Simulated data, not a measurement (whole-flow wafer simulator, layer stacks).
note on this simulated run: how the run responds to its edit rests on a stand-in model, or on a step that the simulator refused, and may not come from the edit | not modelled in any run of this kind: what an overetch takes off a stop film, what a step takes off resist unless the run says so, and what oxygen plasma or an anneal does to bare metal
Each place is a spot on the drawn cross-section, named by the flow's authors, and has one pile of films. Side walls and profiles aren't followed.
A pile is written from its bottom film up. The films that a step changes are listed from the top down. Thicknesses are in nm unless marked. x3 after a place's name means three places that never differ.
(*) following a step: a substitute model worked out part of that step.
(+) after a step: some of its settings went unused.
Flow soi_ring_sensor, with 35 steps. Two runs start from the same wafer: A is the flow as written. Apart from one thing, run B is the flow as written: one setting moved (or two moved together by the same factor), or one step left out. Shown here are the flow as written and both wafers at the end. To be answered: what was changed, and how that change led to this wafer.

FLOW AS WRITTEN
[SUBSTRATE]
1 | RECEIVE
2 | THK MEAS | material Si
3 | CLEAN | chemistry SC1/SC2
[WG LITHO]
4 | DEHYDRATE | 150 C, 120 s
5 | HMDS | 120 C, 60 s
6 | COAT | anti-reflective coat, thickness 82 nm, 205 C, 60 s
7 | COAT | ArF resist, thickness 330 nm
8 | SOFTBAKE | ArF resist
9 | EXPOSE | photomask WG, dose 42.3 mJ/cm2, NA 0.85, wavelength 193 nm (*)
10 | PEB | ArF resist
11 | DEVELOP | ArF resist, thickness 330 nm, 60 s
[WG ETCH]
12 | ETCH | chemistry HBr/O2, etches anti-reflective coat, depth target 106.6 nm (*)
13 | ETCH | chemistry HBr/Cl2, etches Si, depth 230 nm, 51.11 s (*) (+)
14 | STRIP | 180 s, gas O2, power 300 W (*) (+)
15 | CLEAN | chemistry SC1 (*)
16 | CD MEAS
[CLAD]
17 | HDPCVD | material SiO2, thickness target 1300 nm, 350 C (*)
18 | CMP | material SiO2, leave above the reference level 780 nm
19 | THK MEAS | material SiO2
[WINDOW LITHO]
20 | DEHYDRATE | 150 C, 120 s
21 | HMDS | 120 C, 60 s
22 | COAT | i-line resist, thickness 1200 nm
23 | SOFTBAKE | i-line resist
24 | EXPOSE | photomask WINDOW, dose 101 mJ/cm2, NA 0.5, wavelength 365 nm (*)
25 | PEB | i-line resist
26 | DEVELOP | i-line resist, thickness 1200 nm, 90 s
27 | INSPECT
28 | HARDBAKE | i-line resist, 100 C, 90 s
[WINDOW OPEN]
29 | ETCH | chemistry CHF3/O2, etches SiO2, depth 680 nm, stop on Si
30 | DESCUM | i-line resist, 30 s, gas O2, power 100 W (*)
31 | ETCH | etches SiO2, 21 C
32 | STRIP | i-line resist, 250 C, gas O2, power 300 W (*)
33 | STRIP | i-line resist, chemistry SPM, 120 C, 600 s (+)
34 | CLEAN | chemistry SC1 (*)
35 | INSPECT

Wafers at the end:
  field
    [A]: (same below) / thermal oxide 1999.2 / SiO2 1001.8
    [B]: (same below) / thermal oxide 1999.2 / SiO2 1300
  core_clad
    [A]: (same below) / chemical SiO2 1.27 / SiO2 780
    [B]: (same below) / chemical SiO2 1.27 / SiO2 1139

What caused this: step 18, CMP: leave above the reference level 1139 nm was run, whereas the flow has leave above the reference level 780 nm.
The wafer lets one read it off: core_clad has SiO2 1139, and step 18 as written asks for 780 nm.

The path from the change to this, step by step:
  18 | CMP | material SiO2, leave above the reference level 780 nm
      gap, window, field, gap_clad: A SiO2 loses 298.2 | B nothing
      core, core_clad: A SiO2 loses 520 | B SiO2 loses 161
  22 | COAT | i-line resist, thickness 1200 nm
      core, core_clad: A i-line resist gains 1200 (new film) | B i-line resist gains 1147 (new film)
  23 | SOFTBAKE | i-line resist
      core, core_clad: A nothing | B i-line resist loses 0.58
      gap, gap_clad: A nothing | B i-line resist loses 0.75
  25 | PEB | i-line resist
      core, core_clad: A i-line resist loses 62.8 | B i-line resist loses 60
  26 | DEVELOP | i-line resist, thickness 1200 nm, 90 s
      core: A i-line resist loses 1137.2 (all of it) | B i-line resist loses 1086.4 (all of it)
  31 | ETCH | etches SiO2, 21 C
      core: A SiO2 loses 100 (all of it), chemical SiO2 loses 1.27 (all of it) | B SiO2 loses 459 (all of it), chemical SiO2 loses 1.27 (all of it)
  32 | STRIP | i-line resist, 250 C, gas O2, power 300 W (*)
      core_clad: A i-line resist loses 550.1 (all of it) | B i-line resist loses 499.3 (all of it)
